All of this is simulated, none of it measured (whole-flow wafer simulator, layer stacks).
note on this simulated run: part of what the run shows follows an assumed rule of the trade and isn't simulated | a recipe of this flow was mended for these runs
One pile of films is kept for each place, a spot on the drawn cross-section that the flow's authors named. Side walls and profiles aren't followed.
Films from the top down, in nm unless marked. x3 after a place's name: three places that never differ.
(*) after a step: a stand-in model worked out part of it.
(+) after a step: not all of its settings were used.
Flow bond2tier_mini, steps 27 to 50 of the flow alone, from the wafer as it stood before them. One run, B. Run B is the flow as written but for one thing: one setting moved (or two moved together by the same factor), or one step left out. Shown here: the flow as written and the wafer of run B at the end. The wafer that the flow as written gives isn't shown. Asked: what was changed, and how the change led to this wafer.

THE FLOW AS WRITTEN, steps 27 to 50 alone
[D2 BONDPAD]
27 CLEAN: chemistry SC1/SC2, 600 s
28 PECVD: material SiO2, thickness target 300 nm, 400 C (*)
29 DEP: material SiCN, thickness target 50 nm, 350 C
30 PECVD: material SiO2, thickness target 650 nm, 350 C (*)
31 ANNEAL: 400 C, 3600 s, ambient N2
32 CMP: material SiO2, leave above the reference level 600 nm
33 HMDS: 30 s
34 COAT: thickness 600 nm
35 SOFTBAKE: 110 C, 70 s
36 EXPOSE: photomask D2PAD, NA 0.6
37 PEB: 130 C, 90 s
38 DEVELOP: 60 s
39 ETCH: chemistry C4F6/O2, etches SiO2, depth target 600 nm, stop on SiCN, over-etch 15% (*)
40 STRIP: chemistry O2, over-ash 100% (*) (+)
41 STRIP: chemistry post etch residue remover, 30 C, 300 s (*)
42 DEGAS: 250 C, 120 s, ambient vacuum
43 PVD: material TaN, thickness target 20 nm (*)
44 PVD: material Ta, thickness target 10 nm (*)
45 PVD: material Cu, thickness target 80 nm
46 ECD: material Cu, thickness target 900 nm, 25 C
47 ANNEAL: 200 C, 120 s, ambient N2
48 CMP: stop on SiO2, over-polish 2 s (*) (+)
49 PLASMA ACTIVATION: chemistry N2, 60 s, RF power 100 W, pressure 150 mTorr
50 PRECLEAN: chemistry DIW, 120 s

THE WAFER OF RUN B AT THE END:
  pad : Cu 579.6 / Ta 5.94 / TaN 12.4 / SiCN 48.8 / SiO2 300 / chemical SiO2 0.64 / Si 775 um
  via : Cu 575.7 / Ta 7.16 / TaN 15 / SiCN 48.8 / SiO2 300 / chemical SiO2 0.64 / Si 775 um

The cause: step 39, ETCH: depth target 528 nm was run, where the flow has depth target 600 nm.

How the change led to this, step by step:
  39 ETCH: chemistry C4F6/O2, etches SiO2, depth target 600 nm, stop on SiCN, over-etch 15% (*)
      pad, via: SiO2 -600 (all of it), SiCN -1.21 (as written it would be: SiO2 -600 (all of it), SiCN -15.2)
      field: thick-KrF-resist -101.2 (as written it would be: thick-KrF-resist -115)
  40 STRIP: chemistry O2, over-ash 100% (*) (+)
      field: thick-KrF-resist -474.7 (all of it) (as written it would be: thick-KrF-resist -460.9 (all of it))
